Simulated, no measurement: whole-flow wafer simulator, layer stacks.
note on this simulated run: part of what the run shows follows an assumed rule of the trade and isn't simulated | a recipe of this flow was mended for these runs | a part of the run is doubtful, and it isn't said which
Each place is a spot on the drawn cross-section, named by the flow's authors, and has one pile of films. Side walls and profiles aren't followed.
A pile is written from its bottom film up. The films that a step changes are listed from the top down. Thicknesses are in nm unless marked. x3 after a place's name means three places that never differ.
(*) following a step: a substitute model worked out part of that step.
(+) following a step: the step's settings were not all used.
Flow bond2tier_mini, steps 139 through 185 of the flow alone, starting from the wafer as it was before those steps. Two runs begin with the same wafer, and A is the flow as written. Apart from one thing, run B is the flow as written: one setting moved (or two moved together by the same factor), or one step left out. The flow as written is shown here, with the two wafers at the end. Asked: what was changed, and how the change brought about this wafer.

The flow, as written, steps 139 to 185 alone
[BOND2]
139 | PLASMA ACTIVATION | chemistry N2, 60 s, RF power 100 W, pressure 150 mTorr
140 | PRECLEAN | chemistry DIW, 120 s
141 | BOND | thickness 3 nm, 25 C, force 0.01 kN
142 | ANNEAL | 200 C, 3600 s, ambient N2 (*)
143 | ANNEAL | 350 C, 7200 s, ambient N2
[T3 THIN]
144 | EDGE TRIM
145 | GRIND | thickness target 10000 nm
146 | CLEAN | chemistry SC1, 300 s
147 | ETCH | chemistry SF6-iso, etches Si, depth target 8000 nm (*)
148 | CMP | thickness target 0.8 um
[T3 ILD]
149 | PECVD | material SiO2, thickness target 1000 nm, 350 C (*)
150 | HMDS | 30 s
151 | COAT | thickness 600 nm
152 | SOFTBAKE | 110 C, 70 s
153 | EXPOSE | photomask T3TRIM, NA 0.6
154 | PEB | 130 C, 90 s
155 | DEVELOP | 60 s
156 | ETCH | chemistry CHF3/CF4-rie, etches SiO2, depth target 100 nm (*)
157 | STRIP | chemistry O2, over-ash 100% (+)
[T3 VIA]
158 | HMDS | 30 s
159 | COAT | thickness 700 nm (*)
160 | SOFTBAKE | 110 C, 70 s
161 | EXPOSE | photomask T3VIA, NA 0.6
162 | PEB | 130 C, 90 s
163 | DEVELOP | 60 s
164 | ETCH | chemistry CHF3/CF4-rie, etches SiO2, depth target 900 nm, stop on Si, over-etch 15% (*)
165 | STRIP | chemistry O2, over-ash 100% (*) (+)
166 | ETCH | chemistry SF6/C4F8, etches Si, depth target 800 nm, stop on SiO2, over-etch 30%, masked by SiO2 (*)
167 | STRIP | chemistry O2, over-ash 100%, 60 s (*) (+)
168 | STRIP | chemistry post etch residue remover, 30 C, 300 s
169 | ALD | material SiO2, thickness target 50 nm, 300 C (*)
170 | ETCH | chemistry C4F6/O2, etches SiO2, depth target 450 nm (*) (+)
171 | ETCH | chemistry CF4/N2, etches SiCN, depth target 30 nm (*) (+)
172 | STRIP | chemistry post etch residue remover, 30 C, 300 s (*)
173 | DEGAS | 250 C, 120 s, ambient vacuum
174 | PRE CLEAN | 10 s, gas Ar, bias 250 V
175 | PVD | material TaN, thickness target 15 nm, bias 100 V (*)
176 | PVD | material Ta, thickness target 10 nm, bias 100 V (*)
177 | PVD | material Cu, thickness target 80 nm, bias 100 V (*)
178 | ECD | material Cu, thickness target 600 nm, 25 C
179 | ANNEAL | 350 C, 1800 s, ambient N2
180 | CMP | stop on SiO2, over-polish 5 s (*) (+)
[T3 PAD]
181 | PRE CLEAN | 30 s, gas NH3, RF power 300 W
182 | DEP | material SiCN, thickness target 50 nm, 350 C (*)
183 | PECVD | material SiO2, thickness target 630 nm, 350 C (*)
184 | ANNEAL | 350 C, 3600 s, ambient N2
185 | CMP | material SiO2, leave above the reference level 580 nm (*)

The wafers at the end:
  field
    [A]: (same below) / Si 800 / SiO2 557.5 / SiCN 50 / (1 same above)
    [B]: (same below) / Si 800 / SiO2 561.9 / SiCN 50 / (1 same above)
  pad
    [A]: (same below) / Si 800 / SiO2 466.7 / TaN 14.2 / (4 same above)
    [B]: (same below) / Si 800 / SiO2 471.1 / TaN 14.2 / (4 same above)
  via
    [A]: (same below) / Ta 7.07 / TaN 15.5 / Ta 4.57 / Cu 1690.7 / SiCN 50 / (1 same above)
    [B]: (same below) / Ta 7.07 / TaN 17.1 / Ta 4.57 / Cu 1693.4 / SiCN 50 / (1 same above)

The reason: step 171, ETCH: depth target 23.4 nm was run, though the flow has depth target 30 nm.

The path from the change to this, step by step:
  171 | ETCH | chemistry CF4/N2, etches SiCN, depth target 30 nm (*) (+)
      field, pad: A -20 SiO2 | B -15.6 SiO2
      via: A -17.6 SiCN (all of it), -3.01 TaN | B -17.6 SiCN (all of it), -1.4 TaN
